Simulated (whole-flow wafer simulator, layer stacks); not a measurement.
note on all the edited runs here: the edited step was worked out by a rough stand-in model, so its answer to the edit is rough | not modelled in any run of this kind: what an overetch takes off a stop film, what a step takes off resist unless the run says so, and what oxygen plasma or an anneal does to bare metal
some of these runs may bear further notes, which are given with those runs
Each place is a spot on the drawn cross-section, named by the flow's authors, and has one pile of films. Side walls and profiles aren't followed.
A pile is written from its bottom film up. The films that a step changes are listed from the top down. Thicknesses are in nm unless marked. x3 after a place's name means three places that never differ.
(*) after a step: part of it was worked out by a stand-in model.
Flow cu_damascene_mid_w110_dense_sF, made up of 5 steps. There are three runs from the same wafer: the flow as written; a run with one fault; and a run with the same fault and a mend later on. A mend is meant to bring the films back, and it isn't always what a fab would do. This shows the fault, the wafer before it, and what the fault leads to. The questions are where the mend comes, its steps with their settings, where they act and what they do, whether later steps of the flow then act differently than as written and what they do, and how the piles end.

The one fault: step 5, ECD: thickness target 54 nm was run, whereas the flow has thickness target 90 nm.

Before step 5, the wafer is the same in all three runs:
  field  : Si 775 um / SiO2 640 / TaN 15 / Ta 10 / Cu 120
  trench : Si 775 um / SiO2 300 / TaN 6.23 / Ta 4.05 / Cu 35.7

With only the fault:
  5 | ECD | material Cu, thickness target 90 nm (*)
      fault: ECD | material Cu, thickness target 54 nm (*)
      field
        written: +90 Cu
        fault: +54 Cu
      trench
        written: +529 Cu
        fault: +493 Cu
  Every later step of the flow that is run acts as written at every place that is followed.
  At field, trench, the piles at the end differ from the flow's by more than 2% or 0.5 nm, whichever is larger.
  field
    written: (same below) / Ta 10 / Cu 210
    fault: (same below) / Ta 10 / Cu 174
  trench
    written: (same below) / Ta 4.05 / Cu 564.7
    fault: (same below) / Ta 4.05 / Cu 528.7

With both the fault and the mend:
  The mend follows step 5.
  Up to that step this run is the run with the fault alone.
  5a | ECD | material Cu, thickness target 36 nm (the flow's step 5, run once more with other settings)
      field, trench
        +36 Cu
  Every later step of the flow that is run acts as written at every place that is followed.
  The piles end the same as the flow's at every place that both follow.
